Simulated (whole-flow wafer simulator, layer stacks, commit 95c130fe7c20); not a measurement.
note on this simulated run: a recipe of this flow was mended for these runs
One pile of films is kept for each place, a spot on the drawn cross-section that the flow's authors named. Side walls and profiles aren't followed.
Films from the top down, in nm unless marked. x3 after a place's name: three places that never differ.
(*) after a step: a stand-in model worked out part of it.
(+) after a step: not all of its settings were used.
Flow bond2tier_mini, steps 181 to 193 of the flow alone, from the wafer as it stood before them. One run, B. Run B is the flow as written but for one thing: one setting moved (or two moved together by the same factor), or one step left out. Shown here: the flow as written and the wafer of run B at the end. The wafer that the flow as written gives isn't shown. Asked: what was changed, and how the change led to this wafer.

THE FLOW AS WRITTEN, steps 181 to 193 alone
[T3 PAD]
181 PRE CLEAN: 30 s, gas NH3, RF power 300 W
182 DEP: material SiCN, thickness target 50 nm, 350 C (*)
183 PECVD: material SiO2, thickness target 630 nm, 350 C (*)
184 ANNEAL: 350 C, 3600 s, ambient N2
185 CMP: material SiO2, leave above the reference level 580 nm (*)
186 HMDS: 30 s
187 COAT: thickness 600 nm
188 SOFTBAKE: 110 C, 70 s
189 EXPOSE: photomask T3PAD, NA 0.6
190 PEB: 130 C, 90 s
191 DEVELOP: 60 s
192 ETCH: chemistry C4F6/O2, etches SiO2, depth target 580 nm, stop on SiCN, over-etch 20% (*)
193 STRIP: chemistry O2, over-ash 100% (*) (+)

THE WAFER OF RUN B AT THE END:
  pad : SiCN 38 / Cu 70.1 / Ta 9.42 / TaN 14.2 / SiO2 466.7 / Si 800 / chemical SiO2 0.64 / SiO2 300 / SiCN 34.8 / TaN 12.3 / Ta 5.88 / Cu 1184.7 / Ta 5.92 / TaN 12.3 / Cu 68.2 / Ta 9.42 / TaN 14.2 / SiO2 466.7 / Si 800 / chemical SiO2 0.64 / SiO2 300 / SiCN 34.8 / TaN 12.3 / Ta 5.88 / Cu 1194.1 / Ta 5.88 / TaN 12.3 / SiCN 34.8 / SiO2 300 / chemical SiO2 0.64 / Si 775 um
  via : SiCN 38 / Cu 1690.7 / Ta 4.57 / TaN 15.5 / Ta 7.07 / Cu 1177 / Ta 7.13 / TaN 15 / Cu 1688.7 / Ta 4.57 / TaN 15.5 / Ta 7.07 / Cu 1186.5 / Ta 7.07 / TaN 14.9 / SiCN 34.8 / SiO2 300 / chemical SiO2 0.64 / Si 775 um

The cause: step 192, ETCH: over-etch 12.3% was run, where the flow has over-etch 20%.

How the change led to this, step by step:
  192 ETCH: chemistry C4F6/O2, etches SiO2, depth target 580 nm, stop on SiCN, over-etch 20% (*)
      pad, via: SiO2 -580 (all of it), SiCN -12 (as written it would be: SiO2 -580 (all of it), SiCN -19.6)
      field: thick-KrF-resist -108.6 (as written it would be: thick-KrF-resist -116)
